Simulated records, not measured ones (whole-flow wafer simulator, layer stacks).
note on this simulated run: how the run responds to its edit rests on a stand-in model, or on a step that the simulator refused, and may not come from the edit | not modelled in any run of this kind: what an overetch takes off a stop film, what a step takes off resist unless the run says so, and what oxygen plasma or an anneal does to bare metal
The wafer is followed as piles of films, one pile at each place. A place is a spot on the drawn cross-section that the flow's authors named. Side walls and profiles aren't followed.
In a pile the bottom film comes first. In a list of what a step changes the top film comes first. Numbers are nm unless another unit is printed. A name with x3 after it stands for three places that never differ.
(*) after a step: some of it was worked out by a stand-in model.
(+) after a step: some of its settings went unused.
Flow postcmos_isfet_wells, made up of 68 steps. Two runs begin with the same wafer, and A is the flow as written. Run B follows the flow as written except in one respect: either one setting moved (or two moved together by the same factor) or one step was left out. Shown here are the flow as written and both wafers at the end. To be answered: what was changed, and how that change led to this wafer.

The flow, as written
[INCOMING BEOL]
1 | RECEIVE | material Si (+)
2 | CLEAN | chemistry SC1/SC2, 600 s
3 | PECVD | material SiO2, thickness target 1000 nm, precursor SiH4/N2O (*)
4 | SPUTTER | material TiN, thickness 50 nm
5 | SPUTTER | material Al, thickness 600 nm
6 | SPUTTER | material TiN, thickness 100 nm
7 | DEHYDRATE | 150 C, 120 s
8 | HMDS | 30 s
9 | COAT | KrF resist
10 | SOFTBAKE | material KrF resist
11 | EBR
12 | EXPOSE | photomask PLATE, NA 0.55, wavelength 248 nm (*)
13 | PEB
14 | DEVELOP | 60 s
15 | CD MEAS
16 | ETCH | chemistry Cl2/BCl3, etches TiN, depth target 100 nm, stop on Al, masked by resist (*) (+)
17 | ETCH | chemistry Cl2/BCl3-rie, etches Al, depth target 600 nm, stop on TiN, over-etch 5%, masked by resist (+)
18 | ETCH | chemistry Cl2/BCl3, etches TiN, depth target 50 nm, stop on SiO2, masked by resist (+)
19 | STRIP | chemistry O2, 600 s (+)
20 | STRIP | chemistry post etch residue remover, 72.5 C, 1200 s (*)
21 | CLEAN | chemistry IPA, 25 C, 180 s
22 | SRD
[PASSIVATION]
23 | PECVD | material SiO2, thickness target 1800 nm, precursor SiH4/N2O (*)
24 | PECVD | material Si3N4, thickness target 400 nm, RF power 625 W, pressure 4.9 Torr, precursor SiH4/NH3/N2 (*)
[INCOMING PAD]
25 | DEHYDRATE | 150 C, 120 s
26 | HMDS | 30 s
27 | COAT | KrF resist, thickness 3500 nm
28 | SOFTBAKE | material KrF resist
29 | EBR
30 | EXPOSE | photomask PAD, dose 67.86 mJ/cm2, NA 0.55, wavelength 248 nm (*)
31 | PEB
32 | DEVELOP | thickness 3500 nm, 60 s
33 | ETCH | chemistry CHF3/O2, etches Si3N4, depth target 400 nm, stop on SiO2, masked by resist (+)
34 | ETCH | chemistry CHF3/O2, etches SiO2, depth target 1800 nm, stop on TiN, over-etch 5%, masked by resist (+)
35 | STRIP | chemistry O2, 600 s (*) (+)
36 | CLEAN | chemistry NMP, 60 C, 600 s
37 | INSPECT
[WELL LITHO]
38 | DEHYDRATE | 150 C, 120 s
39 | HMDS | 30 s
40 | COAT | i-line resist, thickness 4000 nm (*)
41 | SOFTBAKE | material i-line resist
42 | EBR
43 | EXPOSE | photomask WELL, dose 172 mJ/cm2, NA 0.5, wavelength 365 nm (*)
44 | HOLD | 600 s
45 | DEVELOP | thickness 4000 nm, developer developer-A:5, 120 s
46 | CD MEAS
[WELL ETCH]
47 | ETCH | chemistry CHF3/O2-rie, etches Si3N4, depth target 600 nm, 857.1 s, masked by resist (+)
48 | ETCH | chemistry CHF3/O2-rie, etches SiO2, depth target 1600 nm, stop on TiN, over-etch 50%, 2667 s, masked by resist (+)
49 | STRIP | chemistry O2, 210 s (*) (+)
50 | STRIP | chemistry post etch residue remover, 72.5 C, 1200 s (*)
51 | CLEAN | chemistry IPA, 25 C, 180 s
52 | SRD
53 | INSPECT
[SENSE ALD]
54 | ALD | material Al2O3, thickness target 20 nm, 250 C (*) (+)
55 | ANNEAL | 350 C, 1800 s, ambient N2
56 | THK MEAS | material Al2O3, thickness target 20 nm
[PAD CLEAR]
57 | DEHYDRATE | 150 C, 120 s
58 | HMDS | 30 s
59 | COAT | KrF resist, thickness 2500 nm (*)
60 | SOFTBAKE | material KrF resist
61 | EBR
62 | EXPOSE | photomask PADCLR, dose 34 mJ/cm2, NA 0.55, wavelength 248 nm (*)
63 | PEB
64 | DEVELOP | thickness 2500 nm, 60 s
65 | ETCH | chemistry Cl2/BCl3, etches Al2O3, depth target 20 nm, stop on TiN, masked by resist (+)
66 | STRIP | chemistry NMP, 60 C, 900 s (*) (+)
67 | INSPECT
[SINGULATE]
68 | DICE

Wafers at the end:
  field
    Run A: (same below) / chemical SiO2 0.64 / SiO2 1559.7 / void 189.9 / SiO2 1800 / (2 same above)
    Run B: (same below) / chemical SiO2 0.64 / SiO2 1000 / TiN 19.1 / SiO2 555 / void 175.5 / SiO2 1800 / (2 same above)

Cause: step 18, ETCH: depth target 30.5 nm was run, while the flow as written has depth target 50 nm.

How this came from the change, step by step:
  18 | ETCH | chemistry Cl2/BCl3, etches TiN, depth target 50 nm, stop on SiO2, masked by resist (+)
      field: A TiN loses 50 (all of it) | B TiN loses 30.5
      margin, well900, well1300 x3, pad_rim, pad_clr, pad_open: A KrF resist loses 20 | B KrF resist loses 12.2
  23 | PECVD | material SiO2, thickness target 1800 nm, precursor SiH4/N2O (*)
      field: A SiO2 gains 1800 (new film), void gains 189.9 (new film), SiO2 gains 559.7 | B SiO2 gains 1800 (new film), void gains 175.5 (new film), SiO2 gains 555 (new film)
If metal films that touch count as one body, field has 1 body; the flow as written gives 0 bodies.
